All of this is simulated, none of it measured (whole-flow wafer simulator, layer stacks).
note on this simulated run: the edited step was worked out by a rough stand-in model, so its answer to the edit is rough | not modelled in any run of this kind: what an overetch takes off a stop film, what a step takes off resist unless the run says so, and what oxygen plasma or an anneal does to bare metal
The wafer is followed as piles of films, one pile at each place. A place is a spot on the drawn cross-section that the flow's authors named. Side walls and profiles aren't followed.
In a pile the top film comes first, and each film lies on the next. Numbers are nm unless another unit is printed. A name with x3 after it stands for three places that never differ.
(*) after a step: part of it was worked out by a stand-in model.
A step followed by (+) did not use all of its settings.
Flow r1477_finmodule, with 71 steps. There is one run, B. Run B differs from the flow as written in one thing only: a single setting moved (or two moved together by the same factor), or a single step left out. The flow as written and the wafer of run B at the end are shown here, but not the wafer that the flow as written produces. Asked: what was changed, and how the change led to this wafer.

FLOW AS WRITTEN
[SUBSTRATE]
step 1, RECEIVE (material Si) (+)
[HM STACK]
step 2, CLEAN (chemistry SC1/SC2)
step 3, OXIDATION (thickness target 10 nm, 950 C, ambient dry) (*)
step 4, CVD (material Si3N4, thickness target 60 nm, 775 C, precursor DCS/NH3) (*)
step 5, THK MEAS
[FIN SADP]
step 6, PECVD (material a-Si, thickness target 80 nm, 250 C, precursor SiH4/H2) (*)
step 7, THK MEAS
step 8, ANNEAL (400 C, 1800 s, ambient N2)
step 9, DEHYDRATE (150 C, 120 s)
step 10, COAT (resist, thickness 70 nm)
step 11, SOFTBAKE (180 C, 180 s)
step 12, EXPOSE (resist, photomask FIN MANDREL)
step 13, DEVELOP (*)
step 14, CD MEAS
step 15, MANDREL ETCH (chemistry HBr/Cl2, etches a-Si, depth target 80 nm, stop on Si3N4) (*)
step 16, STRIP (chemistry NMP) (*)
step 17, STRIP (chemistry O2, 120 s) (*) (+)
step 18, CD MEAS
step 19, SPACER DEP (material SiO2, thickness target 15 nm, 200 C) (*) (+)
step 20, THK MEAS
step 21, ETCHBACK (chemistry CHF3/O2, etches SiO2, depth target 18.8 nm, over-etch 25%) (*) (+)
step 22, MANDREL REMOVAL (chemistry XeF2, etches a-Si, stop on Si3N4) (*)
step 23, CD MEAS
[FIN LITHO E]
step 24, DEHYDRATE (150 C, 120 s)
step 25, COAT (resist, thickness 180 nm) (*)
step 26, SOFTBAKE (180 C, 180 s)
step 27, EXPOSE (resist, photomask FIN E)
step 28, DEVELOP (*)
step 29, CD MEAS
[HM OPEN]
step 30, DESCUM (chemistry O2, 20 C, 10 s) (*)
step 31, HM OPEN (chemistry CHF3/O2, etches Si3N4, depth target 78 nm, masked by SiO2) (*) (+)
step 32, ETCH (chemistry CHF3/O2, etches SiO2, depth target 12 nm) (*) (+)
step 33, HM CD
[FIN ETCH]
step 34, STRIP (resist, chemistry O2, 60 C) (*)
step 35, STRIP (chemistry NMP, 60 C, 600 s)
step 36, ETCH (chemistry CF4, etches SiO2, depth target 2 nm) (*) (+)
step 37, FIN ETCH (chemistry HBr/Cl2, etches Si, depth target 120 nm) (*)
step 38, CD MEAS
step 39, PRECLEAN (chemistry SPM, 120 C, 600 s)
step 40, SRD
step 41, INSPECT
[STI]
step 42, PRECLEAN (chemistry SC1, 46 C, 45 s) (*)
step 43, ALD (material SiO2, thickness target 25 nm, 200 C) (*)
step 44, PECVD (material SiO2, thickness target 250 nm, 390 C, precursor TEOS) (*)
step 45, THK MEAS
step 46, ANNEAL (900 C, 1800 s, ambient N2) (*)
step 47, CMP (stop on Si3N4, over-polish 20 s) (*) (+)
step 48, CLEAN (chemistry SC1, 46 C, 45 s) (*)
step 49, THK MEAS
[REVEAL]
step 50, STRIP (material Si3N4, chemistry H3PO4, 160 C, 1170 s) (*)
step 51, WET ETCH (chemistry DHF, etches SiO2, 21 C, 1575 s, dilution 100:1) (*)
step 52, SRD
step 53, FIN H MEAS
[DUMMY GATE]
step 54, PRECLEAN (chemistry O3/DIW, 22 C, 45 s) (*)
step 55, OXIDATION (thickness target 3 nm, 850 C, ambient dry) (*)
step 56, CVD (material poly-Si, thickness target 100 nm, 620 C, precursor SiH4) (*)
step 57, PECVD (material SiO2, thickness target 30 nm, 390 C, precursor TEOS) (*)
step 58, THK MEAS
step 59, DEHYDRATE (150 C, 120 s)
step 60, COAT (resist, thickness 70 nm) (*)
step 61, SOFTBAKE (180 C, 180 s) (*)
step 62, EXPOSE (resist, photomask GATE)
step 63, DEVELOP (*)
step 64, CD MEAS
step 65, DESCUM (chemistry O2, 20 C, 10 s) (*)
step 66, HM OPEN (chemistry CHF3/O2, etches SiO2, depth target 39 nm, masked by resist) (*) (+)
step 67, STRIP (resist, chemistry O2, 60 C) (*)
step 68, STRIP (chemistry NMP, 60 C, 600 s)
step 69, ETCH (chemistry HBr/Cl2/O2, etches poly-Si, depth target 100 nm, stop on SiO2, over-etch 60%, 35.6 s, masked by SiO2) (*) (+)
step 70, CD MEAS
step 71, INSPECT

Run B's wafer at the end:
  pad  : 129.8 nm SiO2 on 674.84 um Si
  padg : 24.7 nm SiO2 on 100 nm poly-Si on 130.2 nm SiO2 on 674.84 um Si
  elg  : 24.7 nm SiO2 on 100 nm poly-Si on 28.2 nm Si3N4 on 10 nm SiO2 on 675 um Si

The reason: step 37, FIN ETCH: depth target 147 nm was run, though the flow has depth target 120 nm.

Step by step, how the change led to this:
  step 37, FIN ETCH (chemistry HBr/Cl2, etches Si, depth target 120 nm) (*)
      pad, padg, esg and 19 more: -147 Si (as written it would have been: -120 Si)
      elg, e40lg, e100lg, e200lg, elo, e40lo, e100lo, e200lo: -21 Si3N4 (as written it would have been: -17.1 Si3N4)
      (also at 6 further places)
  step 43, ALD (material SiO2, thickness target 25 nm, 200 C) (*)
      s40cg, s45cg, s50cg, s40co, s45co, s50co: +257 SiO2 (new film) (as written it would have been: +232.1 SiO2 (new film))
      esg: +217.4 SiO2 (new film) (as written it would have been: +194.3 SiO2 (new film))
  step 47, CMP (stop on Si3N4, over-polish 20 s) (*) (+)
      pad, padg, e40sg and 11 more: -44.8 SiO2 (as written it would have been: -71.8 SiO2)
      eso: -45.4 SiO2 (as written it would have been: -72.4 SiO2)
  step 51, WET ETCH (chemistry DHF, etches SiO2, 21 C, 1575 s, dilution 100:1) (*)
      elg, e40lg, e100lg, e200lg, elo, e40lo, e100lo, e200lo: -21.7 SiO2 (all of it), -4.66 Si3N4 (as written it would have been: -17.8 SiO2 (all of it), -4.97 Si3N4)
  step 56, CVD (material poly-Si, thickness target 100 nm, 620 C, precursor SiH4) (*)
      esg: +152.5 poly-Si (new film) (as written it would have been: +156 poly-Si (new film))
  step 60, COAT (resist, thickness 70 nm) (*)
      e40sg, eso, e40so: +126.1 resist (new film) (as written it would have been: +129.5 resist (new film))
      e100sg, e100so: +126.1 resist (new film) (as written it would have been: +129.4 resist (new film))
      (also at 2 further places)
  step 63, DEVELOP (*)
      eso, e40so: -126.1 resist (all of it) (as written it would have been: -129.5 resist (all of it))
      e100so: -126.1 resist (all of it) (as written it would have been: -129.4 resist (all of it))
      (also at 1 further place)
  step 67, STRIP (resist, chemistry O2, 60 C) (*)
      e40sg: -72 resist (all of it) (as written it would have been: -75.4 resist (all of it))
      e100sg: -72 resist (all of it) (as written it would have been: -75.3 resist (all of it))
      (also at 1 further place)
